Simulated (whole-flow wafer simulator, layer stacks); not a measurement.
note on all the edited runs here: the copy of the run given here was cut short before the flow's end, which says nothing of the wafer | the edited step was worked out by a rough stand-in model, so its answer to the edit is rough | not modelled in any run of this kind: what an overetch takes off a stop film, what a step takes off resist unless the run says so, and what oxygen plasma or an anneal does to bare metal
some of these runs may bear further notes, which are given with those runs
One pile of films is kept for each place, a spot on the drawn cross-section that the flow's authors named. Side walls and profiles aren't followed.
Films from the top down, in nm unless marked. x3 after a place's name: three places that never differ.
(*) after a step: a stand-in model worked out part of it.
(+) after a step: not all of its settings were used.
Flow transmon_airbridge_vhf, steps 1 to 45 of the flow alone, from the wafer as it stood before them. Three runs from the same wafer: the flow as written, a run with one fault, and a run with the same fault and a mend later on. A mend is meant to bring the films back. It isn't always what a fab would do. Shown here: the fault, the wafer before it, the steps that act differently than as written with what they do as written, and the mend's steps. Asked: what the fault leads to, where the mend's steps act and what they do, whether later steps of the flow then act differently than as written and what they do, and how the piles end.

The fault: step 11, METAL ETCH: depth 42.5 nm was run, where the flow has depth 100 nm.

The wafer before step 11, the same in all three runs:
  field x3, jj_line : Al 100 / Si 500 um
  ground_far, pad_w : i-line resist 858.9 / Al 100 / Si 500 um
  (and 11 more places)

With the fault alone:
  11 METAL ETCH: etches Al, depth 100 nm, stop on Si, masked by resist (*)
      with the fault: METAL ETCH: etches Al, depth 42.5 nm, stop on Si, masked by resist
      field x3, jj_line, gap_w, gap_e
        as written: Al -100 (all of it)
        with the fault: Al -42.5
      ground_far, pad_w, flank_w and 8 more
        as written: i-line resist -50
        with the fault: i-line resist -21.2
  Later steps of the flow that act differently than as written (10 more steps differ only slightly, by at most 2% or 0.5 nm, whichever is larger, and aren't shown):
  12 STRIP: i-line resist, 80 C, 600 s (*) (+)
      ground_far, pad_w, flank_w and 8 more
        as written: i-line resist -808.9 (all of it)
        with the fault: i-line resist -837.7 (all of it)
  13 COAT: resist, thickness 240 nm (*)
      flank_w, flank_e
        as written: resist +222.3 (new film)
        with the fault: resist +231.7 (new film)
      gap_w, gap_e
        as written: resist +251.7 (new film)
        with the fault: resist +245.4 (new film)
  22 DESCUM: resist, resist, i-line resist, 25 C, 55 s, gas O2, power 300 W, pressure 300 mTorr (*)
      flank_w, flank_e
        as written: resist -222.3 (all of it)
        with the fault: resist -231.7 (all of it)
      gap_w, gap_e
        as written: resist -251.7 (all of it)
        with the fault: resist -245.4 (all of it)
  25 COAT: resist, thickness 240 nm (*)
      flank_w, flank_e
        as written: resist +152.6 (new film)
        with the fault: resist +159.8 (new film)
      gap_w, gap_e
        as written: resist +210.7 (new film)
        with the fault: resist +204.5 (new film)
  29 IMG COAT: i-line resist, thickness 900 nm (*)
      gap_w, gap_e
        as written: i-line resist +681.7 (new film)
        with the fault: i-line resist +666.6 (new film)
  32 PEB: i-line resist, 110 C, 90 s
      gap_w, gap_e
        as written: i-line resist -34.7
        with the fault: i-line resist -33.9
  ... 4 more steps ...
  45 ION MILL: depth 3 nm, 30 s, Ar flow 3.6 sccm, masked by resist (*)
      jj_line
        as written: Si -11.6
        with the fault: Al -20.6
  At the end the piles differ from the flow's by more than 2% or 0.5 nm, whichever is larger, at field x3, jj_line, flank_w, gap_w, gap_e, flank_e.
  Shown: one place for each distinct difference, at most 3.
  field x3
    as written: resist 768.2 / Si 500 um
    with the fault: resist 768.2 / Al 57.5 / Si 500 um
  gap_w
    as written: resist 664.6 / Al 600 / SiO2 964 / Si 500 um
    with the fault: resist 649.2 / Al 600 / SiO2 964 / Al 57.5 / Si 500 um
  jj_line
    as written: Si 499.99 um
    with the fault: Al 36.9 / Si 500 um

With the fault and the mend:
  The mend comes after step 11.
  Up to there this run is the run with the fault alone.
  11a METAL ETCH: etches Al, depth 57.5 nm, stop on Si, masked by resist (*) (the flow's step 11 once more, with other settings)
      ground_far, pad_w, flank_w and 8 more
        i-line resist -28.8
      field x3, jj_line, gap_w, gap_e
        Al -57.5 (all of it)
  No later step of the flow acts differently than as written at any place that is followed.
  At the end the piles are the same as the flow's at every place that both follow.
